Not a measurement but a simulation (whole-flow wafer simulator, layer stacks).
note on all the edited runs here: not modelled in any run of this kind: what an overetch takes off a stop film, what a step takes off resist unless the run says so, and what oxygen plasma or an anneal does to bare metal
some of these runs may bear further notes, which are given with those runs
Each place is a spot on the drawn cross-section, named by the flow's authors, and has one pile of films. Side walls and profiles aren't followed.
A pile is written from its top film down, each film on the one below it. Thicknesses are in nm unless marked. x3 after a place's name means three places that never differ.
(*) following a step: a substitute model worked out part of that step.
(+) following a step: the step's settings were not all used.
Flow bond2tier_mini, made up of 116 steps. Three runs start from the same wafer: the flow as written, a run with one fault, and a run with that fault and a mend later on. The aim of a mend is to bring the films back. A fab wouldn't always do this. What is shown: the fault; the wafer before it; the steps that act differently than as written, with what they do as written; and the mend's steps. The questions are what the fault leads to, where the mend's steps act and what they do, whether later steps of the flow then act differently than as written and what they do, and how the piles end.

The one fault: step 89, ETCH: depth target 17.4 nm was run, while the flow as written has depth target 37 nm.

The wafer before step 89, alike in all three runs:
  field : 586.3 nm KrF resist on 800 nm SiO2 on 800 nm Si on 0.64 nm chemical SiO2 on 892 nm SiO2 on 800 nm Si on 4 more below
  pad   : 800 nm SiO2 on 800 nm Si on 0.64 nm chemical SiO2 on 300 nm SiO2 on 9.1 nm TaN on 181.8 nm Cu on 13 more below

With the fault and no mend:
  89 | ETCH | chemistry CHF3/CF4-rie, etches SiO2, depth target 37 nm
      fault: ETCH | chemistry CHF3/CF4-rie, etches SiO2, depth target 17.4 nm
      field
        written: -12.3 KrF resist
        fault: -5.8 KrF resist
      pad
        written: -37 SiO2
        fault: -17.4 SiO2
  Later steps of the flow acting differently than as written (4 more steps, not shown, differ only slightly: by at most 2% or 0.5 nm, whichever is larger):
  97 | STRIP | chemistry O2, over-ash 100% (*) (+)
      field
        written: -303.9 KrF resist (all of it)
        fault: -312.2 KrF resist (all of it)
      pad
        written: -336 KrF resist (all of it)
        fault: -327.3 KrF resist (all of it)
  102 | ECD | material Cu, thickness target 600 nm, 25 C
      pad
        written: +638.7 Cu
        fault: +618.2 Cu
  By the end, the piles at pad depart from the flow's by more than 2% or 0.5 nm, whichever is larger.
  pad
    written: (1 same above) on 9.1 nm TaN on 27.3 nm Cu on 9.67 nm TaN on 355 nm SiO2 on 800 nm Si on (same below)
    fault: (1 same above) on 9.1 nm TaN on 7.55 nm Cu on 9.85 nm TaN on 374.6 nm SiO2 on 800 nm Si on (same below)

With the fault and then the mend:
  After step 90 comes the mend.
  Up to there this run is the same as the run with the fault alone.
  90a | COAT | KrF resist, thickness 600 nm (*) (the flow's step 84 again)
      field
        +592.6 KrF resist (new film)
      pad
        +607.7 KrF resist (new film)
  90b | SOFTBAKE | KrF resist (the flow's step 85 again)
      leaves every film unchanged at each place that is followed
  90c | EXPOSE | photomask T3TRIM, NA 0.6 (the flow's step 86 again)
      leaves every film unchanged at each place that is followed
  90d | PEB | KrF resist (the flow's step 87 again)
      leaves every film unchanged at each place that is followed
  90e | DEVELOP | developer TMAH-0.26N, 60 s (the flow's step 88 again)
      field
        -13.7 KrF resist
      pad
        -607.7 KrF resist (all of it)
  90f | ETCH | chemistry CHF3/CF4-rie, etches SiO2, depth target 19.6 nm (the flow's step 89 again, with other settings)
      field
        -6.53 KrF resist
      pad
        -19.6 SiO2
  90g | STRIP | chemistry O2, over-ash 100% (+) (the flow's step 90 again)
      field
        -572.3 KrF resist (all of it)
  None of the later steps of the flow acts differently than as written at any place that is followed.
  By the end, the piles equal the flow's at every place that both follow.
